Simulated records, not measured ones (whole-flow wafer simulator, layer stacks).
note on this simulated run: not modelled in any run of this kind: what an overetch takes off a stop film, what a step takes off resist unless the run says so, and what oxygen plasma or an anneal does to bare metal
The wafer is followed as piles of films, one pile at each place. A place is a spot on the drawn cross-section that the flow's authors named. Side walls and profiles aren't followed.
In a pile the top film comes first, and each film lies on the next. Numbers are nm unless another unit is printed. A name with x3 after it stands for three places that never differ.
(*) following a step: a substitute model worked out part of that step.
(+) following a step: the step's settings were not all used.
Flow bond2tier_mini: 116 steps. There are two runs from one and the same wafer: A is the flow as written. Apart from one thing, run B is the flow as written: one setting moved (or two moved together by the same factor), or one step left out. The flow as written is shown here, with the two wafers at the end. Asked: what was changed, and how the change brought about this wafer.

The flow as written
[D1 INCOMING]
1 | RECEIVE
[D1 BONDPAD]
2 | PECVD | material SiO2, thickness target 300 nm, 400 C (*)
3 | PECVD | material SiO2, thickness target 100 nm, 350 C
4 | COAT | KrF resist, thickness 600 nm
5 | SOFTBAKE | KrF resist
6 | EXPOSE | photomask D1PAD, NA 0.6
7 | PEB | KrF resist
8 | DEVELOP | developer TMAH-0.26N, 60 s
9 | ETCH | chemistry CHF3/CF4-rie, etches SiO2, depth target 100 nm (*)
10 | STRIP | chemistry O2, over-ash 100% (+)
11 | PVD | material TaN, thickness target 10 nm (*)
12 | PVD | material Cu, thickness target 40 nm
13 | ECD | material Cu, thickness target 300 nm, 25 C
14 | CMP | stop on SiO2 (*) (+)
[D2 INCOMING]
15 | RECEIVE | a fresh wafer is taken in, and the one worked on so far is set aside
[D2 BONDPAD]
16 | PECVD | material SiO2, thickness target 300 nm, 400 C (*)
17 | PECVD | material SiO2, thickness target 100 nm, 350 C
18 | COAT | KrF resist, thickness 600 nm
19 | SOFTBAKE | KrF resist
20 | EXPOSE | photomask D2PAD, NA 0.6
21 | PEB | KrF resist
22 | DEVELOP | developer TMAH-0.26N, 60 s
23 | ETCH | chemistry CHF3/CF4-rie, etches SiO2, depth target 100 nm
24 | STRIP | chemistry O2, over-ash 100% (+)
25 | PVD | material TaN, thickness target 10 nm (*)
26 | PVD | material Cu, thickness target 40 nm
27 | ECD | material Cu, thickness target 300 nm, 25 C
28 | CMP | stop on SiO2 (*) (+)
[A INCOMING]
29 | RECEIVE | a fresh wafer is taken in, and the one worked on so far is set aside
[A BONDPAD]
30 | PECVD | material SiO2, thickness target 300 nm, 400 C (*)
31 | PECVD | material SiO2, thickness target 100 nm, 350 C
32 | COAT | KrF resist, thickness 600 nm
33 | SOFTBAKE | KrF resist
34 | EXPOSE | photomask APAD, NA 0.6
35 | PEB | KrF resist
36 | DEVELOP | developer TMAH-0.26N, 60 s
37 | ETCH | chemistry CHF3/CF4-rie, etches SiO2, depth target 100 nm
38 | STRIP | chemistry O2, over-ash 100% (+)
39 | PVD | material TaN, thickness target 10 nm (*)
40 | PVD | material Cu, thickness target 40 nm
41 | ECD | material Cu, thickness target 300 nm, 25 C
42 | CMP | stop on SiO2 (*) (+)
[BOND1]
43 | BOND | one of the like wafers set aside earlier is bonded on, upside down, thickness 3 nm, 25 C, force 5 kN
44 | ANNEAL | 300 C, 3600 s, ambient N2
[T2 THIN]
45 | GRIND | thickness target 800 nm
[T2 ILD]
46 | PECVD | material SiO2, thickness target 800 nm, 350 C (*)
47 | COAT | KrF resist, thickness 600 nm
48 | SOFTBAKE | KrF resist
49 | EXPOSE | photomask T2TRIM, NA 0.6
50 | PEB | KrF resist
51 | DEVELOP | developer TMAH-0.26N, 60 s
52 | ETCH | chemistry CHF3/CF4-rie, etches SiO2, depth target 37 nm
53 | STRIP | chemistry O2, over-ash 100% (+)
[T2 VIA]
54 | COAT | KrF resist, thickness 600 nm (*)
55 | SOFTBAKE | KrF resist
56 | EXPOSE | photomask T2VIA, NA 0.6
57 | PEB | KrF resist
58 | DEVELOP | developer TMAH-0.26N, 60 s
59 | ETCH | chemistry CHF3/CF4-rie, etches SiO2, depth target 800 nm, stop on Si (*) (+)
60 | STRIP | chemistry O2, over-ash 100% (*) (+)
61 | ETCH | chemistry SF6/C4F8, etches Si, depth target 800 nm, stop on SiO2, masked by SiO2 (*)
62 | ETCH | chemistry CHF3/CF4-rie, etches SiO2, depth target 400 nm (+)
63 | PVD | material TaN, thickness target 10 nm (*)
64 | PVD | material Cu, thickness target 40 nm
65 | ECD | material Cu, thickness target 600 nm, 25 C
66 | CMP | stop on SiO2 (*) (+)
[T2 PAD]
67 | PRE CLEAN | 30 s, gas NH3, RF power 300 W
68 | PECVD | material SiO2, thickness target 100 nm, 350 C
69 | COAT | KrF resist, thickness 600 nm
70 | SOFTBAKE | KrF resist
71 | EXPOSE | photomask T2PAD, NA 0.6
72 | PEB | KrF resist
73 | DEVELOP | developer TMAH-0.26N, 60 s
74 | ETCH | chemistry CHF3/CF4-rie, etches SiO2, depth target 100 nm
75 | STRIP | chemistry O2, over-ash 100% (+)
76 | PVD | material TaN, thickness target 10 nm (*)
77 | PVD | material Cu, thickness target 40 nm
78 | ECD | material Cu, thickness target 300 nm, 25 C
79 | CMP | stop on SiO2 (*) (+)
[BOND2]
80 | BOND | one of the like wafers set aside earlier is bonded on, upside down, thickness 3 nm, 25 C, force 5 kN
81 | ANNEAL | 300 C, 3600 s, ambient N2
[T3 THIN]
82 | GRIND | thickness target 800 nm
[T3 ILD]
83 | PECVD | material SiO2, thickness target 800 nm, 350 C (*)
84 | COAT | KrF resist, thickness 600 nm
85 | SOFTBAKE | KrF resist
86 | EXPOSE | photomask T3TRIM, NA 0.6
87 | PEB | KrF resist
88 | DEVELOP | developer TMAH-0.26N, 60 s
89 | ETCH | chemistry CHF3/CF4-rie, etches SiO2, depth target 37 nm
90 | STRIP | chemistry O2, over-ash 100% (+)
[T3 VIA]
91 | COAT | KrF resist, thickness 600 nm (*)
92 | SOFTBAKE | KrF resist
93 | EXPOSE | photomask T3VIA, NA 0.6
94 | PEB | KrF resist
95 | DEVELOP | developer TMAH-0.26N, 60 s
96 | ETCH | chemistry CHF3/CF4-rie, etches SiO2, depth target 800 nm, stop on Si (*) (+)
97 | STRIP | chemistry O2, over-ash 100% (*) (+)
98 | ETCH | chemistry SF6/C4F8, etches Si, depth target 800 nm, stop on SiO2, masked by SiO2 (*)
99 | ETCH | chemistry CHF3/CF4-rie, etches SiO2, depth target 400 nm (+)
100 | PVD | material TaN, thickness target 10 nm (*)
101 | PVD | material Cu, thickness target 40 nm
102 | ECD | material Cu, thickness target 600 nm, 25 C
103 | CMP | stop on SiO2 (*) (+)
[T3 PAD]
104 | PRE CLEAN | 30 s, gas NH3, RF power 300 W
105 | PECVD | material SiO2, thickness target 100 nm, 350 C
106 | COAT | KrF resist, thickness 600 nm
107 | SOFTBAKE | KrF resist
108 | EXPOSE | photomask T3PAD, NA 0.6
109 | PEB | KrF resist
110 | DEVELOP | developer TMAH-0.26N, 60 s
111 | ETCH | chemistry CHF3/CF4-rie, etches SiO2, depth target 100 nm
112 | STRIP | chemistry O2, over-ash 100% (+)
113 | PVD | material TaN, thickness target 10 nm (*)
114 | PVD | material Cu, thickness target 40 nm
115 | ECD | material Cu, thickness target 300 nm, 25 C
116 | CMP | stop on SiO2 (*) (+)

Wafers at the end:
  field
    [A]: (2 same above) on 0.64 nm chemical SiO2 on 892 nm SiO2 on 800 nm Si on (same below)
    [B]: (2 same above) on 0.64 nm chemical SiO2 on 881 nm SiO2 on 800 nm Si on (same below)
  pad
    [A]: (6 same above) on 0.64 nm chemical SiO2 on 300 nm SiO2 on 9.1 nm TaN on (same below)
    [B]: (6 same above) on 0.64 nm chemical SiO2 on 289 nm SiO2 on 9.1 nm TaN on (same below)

What caused this: step 17, PECVD: thickness target 89 nm was run, while the flow as written has thickness target 100 nm.

The path from the change to this, step by step:
  17 | PECVD | material SiO2, thickness target 100 nm, 350 C
      field, pad, via: A SiO2 gains 100 | B SiO2 gains 89
  80 | BOND | one of the like wafers set aside earlier is bonded on, upside down, thickness 3 nm, 25 C, force 5 kN
      field: A Si gains 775 um (new film), chemical SiO2 gains 0.64 (new film), SiO2 gains 400 | B Si gains 775 um (new film), chemical SiO2 gains 0.64 (new film), SiO2 gains 389
      pad: A Si gains 775 um (new film), chemical SiO2 gains 0.64 (new film), SiO2 gains 300 (new film), TaN gains 9.1 (new film), Cu gains 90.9 | B Si gains 775 um (new film), chemical SiO2 gains 0.64 (new film), SiO2 gains 289 (new film), TaN gains 9.1 (new film), Cu gains 90.9
